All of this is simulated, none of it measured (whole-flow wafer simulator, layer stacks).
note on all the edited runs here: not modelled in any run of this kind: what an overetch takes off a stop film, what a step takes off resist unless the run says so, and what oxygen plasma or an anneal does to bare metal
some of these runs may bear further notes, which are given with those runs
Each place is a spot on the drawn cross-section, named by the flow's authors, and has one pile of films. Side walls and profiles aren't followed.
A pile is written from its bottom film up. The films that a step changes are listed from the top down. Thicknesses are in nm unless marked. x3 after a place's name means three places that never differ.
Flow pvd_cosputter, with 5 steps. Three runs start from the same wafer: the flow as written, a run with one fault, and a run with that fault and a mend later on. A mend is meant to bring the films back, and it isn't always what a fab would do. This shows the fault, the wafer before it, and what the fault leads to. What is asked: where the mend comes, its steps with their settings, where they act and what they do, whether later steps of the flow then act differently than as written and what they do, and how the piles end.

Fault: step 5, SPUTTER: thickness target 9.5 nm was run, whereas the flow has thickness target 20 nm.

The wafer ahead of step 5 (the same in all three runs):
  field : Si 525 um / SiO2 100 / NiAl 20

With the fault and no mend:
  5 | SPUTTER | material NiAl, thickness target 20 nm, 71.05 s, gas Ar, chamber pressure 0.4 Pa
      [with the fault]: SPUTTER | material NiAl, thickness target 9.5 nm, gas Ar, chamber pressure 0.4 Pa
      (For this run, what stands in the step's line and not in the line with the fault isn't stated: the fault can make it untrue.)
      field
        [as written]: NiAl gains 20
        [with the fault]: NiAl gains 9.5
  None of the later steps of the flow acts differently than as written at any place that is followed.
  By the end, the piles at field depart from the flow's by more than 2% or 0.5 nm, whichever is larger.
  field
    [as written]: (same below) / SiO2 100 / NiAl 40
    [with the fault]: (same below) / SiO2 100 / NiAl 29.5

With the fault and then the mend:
  The mend follows step 5.
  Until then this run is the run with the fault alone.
  5a | SPUTTER | material NiAl, thickness target 10.5 nm, gas Ar, chamber pressure 0.4 Pa (a further turn of the flow's step 5, with different settings)
      field
        NiAl gains 10.5
  None of the later steps of the flow acts differently than as written at any place that is followed.
  The piles end the same as the flow's at every place that both follow.
